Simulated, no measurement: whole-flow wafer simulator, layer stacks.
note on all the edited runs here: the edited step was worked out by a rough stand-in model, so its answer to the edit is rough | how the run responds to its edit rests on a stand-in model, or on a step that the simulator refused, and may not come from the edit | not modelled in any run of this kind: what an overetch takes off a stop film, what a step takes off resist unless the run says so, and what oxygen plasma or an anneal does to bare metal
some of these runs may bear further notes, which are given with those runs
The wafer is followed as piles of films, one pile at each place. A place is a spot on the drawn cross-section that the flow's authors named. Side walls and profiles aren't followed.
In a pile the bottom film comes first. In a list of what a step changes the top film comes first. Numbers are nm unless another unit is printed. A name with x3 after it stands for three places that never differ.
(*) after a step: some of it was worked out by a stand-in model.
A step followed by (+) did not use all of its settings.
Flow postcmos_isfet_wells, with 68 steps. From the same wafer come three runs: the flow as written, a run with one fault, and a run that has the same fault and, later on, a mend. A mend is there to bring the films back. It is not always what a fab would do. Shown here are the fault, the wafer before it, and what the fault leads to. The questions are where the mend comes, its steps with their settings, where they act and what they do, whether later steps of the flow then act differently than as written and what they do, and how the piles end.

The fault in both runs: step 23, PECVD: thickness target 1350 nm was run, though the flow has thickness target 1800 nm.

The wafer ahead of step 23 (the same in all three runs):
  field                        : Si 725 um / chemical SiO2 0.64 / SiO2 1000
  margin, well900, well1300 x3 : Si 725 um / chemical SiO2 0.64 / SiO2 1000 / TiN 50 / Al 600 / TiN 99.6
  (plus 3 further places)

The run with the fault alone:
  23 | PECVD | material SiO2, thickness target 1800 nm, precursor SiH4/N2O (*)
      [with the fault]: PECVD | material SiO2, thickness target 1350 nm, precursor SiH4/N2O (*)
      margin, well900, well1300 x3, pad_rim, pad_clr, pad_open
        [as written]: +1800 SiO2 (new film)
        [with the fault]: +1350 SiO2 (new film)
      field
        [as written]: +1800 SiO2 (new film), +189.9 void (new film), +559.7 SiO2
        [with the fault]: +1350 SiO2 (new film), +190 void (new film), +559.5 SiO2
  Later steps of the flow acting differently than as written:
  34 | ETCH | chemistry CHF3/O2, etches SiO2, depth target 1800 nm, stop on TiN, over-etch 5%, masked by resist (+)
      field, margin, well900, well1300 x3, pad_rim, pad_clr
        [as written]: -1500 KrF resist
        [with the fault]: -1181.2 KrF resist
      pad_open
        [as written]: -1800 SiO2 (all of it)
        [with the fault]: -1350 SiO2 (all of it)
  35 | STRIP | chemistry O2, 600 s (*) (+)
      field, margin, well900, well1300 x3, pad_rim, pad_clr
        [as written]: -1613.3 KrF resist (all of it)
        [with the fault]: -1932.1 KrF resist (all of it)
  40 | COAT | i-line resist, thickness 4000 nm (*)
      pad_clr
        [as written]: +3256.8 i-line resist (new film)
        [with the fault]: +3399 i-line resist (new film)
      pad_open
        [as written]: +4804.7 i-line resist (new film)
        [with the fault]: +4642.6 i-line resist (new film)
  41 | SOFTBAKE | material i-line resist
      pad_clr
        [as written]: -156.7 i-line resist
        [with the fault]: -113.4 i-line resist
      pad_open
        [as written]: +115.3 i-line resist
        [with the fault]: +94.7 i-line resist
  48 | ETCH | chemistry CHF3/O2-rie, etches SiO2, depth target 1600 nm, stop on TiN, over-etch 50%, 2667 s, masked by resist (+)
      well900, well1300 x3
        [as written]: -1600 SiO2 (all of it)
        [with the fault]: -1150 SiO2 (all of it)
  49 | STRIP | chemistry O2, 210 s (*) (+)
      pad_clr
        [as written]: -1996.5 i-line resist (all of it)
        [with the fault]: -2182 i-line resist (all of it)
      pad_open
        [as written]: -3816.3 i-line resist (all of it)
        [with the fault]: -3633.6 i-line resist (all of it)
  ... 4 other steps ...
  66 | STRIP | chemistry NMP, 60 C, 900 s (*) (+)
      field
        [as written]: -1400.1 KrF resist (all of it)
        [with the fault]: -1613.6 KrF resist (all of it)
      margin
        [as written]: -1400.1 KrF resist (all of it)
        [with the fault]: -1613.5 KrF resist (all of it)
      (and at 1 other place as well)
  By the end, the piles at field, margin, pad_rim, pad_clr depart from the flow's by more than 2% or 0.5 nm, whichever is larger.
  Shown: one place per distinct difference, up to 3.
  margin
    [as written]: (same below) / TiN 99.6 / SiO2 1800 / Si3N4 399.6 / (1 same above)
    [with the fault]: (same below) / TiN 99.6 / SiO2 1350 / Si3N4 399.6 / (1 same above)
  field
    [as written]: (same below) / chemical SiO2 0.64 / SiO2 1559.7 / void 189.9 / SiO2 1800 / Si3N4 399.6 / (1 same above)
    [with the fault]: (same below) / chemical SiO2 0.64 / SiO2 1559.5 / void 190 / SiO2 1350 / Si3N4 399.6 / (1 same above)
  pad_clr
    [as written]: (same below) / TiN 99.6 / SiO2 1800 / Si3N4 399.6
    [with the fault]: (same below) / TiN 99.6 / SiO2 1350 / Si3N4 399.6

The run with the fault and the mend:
  After step 23 comes the mend.
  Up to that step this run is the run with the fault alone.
  23a | PECVD | material SiO2, thickness target 450 nm, precursor SiH4/N2O (*) (a further turn of the flow's step 23, with different settings)
      field, margin, well900, well1300 x3, pad_rim, pad_clr, pad_open
        +450 SiO2
  None of the later steps of the flow acts differently than as written at any place that is followed.
  When the end is reached, the piles differ only a little from the flow's at the places that both follow, at most by 2% or 0.5 nm, whichever is larger.
